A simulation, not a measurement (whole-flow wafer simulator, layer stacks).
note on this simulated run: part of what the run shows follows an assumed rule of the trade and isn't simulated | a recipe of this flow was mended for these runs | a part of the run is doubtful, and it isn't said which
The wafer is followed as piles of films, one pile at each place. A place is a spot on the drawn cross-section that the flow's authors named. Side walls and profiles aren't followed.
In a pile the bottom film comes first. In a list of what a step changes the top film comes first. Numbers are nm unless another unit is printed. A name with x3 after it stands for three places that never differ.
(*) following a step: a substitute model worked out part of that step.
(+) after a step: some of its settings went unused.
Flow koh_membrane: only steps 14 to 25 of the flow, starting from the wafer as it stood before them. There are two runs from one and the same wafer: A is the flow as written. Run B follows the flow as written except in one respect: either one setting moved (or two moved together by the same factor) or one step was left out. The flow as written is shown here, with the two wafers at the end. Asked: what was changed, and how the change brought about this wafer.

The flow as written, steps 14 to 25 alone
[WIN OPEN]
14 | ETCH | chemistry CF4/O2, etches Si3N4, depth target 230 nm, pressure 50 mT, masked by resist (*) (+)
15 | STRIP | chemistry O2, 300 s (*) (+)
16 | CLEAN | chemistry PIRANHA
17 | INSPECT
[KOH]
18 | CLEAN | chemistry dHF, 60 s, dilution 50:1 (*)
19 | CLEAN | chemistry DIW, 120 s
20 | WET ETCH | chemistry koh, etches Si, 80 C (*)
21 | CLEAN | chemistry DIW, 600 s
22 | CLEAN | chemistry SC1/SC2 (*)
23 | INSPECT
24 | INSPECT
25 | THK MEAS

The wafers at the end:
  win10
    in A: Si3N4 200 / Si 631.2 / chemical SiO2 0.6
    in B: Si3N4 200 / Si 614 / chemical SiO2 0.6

The reason: step 14, ETCH: depth target 247.2 nm was run, though the flow has depth target 230 nm.

Step by step, how the change led to this:
  14 | ETCH | chemistry CF4/O2, etches Si3N4, depth target 230 nm, pressure 50 mT, masked by resist (*) (+)
      win20 x4, win10: A Si3N4 loses 200 (all of it), chemical SiO2 loses 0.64 (all of it), Si loses 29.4 | B Si3N4 loses 200 (all of it), chemical SiO2 loses 0.64 (all of it), Si loses 46.6
      field: A i-line-resist loses 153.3 | B i-line-resist loses 164.8
